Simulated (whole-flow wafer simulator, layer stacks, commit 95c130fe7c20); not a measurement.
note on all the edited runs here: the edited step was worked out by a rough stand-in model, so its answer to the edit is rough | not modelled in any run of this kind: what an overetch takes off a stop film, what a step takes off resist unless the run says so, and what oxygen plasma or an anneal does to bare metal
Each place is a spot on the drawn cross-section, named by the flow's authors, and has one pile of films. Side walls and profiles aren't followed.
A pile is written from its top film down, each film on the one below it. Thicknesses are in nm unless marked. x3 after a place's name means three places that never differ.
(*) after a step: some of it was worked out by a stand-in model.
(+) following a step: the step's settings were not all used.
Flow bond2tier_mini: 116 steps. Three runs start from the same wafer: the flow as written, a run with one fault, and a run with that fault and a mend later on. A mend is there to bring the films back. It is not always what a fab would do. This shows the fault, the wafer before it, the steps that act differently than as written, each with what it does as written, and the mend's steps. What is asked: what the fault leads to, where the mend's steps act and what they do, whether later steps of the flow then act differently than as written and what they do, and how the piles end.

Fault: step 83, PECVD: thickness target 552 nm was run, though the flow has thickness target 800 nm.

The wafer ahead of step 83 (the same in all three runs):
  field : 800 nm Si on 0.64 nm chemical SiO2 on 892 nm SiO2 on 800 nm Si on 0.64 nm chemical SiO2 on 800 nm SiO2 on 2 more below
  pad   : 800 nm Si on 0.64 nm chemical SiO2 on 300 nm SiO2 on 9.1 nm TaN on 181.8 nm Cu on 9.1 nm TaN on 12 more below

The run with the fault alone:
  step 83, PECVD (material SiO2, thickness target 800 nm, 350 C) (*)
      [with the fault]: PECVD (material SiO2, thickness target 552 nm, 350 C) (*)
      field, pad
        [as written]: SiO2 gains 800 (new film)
        [with the fault]: SiO2 gains 552 (new film)
  Steps later in the flow that act otherwise than as written:
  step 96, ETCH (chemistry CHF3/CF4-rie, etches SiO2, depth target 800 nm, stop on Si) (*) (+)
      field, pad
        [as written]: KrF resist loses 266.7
        [with the fault]: KrF resist loses 257.5
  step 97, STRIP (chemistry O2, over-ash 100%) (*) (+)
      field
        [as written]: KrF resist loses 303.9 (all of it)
        [with the fault]: KrF resist loses 313.1 (all of it)
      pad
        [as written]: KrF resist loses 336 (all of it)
        [with the fault]: KrF resist loses 345.1 (all of it)
  By the end, the piles at field, pad depart from the flow's by more than 2% or 0.5 nm, whichever is larger.
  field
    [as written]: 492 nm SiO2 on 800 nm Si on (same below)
    [with the fault]: 244 nm SiO2 on 800 nm Si on (same below)
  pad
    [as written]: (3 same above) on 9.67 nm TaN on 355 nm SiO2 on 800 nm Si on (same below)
    [with the fault]: (3 same above) on 9.67 nm TaN on 107 nm SiO2 on 800 nm Si on (same below)

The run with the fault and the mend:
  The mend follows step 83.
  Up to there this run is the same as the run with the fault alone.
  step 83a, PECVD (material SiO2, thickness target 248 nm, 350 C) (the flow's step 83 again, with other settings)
      field, pad
        SiO2 gains 248
  None of the later steps of the flow acts differently than as written at any place that is followed.
  By the end, the piles equal the flow's at every place that both follow.
